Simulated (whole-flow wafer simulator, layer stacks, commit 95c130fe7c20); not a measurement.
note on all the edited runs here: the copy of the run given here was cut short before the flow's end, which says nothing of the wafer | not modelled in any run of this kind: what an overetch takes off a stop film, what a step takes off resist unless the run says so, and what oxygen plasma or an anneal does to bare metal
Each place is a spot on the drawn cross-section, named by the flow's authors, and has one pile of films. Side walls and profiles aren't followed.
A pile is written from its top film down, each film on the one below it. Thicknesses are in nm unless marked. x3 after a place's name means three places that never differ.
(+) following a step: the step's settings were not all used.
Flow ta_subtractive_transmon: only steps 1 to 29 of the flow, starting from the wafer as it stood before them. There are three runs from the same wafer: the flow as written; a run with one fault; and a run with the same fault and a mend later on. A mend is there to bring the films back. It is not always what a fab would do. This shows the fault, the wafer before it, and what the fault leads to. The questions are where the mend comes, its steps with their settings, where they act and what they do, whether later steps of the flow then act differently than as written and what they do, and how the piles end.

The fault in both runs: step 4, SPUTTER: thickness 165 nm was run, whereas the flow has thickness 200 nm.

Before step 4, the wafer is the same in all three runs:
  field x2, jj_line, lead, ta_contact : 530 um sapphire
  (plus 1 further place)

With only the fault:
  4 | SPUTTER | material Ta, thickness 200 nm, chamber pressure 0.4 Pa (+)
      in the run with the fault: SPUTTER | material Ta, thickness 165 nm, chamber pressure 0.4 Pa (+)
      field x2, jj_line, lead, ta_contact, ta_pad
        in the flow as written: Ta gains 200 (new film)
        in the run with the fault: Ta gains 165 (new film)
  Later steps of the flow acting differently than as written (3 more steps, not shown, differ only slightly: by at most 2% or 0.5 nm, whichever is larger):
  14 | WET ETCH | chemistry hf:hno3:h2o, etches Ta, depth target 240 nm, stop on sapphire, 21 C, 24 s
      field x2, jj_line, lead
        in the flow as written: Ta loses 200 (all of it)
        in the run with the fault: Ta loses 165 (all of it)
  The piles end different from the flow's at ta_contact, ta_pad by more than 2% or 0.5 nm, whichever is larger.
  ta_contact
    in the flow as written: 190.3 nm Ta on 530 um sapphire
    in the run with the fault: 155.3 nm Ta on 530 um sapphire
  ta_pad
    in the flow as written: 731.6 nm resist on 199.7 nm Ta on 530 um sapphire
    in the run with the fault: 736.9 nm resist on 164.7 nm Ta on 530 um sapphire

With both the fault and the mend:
  The mend follows step 5.
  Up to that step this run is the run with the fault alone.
  5a | SPUTTER | material Ta, thickness 35 nm, chamber pressure 0.4 Pa (+) (a further turn of the flow's step 4, with different settings)
      field x2, jj_line, lead, ta_contact, ta_pad
        Ta gains 35
  Every later step of the flow that is run acts as written at every place that is followed.
  By the end, the piles equal the flow's at every place that both follow.
